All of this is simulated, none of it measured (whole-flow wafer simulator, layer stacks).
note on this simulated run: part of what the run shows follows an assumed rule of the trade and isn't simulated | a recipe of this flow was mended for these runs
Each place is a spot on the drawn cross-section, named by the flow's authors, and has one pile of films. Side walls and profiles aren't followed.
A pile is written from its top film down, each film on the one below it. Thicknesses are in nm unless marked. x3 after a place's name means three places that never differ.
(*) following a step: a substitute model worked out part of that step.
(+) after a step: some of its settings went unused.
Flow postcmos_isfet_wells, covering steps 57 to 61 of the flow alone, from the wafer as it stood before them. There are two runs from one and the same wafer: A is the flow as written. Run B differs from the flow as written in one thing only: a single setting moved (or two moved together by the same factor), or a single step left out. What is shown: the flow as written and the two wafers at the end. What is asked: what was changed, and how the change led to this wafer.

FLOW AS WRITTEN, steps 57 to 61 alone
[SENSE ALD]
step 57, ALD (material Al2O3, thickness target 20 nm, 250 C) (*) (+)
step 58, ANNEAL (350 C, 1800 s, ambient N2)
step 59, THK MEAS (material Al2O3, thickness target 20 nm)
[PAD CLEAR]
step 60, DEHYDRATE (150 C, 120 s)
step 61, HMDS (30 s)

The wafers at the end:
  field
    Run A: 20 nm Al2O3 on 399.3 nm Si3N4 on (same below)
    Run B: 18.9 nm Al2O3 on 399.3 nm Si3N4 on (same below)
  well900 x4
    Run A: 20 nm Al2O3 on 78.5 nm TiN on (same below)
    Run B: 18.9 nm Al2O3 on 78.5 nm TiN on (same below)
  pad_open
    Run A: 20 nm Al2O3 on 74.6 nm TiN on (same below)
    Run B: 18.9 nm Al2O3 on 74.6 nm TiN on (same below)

Cause: step 57, ALD: 285 C was run, while the flow as written has 250 C.

How this came from the change, step by step:
  step 57, ALD (material Al2O3, thickness target 20 nm, 250 C) (*) (+)
      field, margin x3, well900 x4, pad_open: A Al2O3 gains 20 (new film) | B Al2O3 gains 18.9 (new film)
